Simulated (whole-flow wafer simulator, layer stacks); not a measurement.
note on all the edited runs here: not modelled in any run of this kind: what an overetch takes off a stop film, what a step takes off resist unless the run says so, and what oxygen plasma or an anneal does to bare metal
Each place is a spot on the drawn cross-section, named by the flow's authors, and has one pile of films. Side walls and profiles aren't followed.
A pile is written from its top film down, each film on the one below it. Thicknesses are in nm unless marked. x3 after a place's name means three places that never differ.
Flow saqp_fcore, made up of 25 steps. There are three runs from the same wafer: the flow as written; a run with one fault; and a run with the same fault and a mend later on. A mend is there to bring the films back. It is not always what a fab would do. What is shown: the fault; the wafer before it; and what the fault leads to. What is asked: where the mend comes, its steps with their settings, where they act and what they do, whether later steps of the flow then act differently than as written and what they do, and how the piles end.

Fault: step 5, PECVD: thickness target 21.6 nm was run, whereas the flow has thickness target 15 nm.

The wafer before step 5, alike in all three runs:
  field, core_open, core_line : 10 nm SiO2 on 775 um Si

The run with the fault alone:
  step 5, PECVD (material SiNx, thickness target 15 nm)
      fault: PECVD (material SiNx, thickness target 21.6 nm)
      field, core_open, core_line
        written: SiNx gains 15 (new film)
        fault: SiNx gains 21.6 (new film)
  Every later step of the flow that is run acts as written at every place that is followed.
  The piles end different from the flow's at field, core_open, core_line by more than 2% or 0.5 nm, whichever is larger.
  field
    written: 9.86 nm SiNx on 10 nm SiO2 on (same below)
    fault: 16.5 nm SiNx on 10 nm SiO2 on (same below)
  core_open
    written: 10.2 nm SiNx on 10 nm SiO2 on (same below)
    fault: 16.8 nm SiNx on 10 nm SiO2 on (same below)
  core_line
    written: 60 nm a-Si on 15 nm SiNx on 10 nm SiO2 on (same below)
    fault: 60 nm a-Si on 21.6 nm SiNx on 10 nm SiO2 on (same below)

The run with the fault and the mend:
  The mend follows step 5.
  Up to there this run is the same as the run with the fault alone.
  step 5a, ETCH (chemistry h3po4, depth target 6.6 nm)
      field, core_open, core_line
        SiNx loses 6.6
  Every later step of the flow that is run acts as written at every place that is followed.
  At every place that both follow, the piles at the end match the flow's.
